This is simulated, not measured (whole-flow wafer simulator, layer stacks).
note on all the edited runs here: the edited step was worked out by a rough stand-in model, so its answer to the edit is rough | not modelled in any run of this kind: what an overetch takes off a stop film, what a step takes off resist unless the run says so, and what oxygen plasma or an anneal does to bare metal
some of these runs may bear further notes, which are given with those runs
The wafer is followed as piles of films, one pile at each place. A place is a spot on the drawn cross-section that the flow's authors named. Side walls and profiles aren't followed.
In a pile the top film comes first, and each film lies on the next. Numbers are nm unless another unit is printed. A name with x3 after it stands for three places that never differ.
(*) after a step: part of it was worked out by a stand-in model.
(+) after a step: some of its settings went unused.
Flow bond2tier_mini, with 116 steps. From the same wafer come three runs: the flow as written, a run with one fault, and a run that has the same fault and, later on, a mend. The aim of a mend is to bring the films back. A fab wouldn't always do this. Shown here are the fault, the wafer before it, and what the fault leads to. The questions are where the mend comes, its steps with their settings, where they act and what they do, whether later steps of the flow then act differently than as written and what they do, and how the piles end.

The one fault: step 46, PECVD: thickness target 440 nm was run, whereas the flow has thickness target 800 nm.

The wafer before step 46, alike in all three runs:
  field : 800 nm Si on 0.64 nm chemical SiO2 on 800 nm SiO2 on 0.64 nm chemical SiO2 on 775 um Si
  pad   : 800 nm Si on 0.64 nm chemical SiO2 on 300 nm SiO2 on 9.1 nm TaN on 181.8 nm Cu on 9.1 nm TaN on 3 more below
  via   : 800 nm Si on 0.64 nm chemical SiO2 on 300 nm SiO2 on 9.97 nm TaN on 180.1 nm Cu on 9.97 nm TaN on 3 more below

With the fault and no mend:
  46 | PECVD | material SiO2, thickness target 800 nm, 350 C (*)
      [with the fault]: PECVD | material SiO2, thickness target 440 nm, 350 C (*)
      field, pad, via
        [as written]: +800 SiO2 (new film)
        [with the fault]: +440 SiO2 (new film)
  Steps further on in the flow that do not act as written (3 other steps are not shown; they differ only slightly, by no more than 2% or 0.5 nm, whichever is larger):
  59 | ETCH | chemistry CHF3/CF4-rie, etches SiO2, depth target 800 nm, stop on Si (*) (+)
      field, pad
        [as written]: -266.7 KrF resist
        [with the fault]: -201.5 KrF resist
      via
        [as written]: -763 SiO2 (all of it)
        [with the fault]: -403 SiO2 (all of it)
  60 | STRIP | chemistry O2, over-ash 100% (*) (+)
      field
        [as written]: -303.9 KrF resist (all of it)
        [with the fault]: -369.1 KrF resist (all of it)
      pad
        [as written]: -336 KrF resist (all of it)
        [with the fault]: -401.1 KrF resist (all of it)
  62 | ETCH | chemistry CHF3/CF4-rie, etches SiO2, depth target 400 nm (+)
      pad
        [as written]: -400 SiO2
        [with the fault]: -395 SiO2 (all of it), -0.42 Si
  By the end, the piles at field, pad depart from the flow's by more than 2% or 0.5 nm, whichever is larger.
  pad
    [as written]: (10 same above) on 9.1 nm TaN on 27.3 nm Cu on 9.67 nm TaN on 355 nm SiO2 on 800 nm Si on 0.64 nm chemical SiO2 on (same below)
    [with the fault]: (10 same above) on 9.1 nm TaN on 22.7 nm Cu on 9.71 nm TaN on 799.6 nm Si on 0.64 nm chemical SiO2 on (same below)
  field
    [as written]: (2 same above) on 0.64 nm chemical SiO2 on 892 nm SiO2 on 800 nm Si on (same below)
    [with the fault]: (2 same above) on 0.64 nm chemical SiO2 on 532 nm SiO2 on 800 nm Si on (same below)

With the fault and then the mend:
  The mend follows step 46.
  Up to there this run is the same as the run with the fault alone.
  46a | PECVD | material SiO2, thickness target 360 nm, 350 C (*) (a further turn of the flow's step 46, with different settings)
      field, pad, via
        +360 SiO2
  Every later step of the flow that is run acts as written at every place that is followed.
  At every place that both follow, the piles at the end match the flow's.
